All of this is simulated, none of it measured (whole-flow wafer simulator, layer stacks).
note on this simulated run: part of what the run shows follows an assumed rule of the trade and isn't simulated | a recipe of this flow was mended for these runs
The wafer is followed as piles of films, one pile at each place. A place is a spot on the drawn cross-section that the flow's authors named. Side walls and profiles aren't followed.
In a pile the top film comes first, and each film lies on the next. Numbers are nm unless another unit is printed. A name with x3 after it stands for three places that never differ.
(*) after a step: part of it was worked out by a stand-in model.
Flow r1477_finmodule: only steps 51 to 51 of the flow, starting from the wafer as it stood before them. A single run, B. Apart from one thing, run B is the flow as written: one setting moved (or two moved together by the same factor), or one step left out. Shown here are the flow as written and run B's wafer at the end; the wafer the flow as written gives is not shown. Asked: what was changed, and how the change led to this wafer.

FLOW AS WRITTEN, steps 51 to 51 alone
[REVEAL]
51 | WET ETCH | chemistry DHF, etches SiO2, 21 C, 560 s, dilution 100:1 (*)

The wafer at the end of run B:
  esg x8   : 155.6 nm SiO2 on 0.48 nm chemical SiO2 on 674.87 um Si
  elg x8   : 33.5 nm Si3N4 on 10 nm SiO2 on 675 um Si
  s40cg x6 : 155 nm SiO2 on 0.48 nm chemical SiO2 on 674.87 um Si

The reason: step 51, WET ETCH: 694 s was run, while the flow as written has 560 s.

How this came from the change, step by step:
  51 | WET ETCH | chemistry DHF, etches SiO2, 21 C, 560 s, dilution 100:1 (*)
      esg x8, s40cg x6, s40sg x6: -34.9 SiO2 (in the flow as written it would be: -28.1 SiO2)
      pad x2: -37.8 SiO2 (in the flow as written it would be: -30.5 SiO2)
